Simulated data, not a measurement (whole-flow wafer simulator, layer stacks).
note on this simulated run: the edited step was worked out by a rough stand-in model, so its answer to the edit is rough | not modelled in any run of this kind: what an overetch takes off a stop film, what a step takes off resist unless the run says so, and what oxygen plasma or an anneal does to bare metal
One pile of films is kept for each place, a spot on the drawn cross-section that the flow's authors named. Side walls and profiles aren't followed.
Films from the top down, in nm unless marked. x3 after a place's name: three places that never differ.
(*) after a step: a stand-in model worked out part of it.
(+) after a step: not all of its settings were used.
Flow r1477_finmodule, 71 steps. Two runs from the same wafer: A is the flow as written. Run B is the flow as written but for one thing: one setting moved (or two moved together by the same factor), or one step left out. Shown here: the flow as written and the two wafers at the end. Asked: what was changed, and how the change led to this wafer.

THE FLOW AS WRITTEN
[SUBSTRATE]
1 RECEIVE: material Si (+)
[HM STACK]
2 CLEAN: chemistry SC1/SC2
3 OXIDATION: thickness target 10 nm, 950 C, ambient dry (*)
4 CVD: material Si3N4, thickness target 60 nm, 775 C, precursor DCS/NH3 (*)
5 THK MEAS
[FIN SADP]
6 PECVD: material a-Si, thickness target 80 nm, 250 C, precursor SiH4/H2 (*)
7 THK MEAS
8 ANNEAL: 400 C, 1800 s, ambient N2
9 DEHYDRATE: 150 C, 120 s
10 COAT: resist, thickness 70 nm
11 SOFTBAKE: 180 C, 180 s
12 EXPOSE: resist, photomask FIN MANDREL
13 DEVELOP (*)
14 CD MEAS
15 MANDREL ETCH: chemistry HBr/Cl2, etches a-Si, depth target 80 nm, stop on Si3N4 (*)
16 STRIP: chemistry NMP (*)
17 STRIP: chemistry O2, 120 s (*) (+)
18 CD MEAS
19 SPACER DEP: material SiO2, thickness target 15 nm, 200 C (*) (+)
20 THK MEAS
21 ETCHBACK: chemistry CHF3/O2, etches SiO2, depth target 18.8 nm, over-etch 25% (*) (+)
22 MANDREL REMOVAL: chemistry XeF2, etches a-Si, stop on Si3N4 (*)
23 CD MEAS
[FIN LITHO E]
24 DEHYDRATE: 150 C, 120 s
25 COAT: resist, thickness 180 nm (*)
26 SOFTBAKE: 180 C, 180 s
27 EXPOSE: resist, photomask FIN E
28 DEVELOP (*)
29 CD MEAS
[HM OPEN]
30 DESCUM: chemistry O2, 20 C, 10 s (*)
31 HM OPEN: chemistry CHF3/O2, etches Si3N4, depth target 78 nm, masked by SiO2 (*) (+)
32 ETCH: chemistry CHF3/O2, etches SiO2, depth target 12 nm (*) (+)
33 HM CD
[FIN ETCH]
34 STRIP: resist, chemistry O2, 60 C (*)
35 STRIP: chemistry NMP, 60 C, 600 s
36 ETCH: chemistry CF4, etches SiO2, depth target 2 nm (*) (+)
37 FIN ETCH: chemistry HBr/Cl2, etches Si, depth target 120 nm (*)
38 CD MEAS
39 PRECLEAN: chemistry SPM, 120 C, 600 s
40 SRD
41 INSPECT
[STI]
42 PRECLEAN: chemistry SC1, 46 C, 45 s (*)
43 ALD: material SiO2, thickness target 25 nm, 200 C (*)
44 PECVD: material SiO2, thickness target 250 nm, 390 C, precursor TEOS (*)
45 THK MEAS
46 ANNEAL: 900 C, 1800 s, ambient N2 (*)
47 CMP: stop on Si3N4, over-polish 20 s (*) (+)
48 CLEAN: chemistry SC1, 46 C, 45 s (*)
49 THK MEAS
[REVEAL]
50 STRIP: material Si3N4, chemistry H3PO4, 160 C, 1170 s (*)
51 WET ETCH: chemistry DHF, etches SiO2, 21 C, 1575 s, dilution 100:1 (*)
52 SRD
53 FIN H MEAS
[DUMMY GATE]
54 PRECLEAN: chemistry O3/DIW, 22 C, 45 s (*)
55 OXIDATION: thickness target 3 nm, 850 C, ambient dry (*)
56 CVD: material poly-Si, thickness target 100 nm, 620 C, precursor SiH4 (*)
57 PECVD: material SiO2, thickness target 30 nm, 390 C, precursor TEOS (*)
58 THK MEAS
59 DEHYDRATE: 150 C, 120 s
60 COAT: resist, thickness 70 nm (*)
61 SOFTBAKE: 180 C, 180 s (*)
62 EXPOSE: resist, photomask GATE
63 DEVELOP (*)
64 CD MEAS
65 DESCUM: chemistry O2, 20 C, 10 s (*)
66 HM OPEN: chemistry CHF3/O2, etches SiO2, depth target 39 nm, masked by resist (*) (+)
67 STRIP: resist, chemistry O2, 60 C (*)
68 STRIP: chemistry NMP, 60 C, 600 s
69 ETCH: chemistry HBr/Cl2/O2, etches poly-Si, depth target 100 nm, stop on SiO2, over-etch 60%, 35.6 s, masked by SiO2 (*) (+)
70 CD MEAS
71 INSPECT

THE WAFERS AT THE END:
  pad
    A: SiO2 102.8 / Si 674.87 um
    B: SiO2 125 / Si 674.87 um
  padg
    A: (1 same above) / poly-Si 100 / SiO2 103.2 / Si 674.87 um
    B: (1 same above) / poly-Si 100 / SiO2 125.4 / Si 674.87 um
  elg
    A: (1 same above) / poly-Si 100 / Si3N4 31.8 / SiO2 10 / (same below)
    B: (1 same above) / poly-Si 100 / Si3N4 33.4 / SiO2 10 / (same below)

The cause: step 51, WET ETCH: 1166 s was run, where the flow has 1575 s.

How the change led to this, step by step:
  51 WET ETCH: chemistry DHF, etches SiO2, 21 C, 1575 s, dilution 100:1 (*)
      pad, padg, e40sg and 12 more: A SiO2 -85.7 | B SiO2 -63.4
      elg, e40lg, e100lg, e200lg, elo, e40lo, e100lo, e200lo: A SiO2 -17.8 (all of it), Si3N4 -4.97 | B SiO2 -17.8 (all of it), Si3N4 -3.3
      (and at 7 more places)
  56 CVD: material poly-Si, thickness target 100 nm, 620 C, precursor SiH4 (*)
      s40cg, s40co: A poly-Si +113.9 (new film) | B poly-Si +100 (new film)
      s45cg, s45co: A poly-Si +113.4 (new film) | B poly-Si +100 (new film)
      (and at 3 more places)
  60 COAT: resist, thickness 70 nm (*)
      e40sg, eso, e40so: A resist +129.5 (new film) | B resist +109.9 (new film)
      e100sg, e100so: A resist +129.4 (new film) | B resist +109.9 (new film)
      (and at 20 more places)
  63 DEVELOP (*)
      eso, e40so: A resist -129.5 (all of it) | B resist -109.9 (all of it)
      e100so: A resist -129.4 (all of it) | B resist -109.9 (all of it)
      (and at 10 more places)
  67 STRIP: resist, chemistry O2, 60 C (*)
      e40lg, e100lg, e200lg: A resist -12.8 (all of it) | B resist -13.8 (all of it)
      e40sg: A resist -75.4 (all of it) | B resist -55.8 (all of it)
      (and at 11 more places)
  69 ETCH: chemistry HBr/Cl2/O2, etches poly-Si, depth target 100 nm, stop on SiO2, over-etch 60%, 35.6 s, masked by SiO2 (*) (+)
      s40co: A chemical SiO2 -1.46 (all of it), poly-Si -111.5 (all of it), SiO2 -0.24 | B chemical SiO2 -1.35 (all of it), poly-Si -97.6 (all of it), SiO2 -0.42
      s45co: A chemical SiO2 -1.46 (all of it), poly-Si -110.9 (all of it), SiO2 -0.25 | B chemical SiO2 -1.35 (all of it), poly-Si -97.6 (all of it), SiO2 -0.42
      (and at 1 more place)
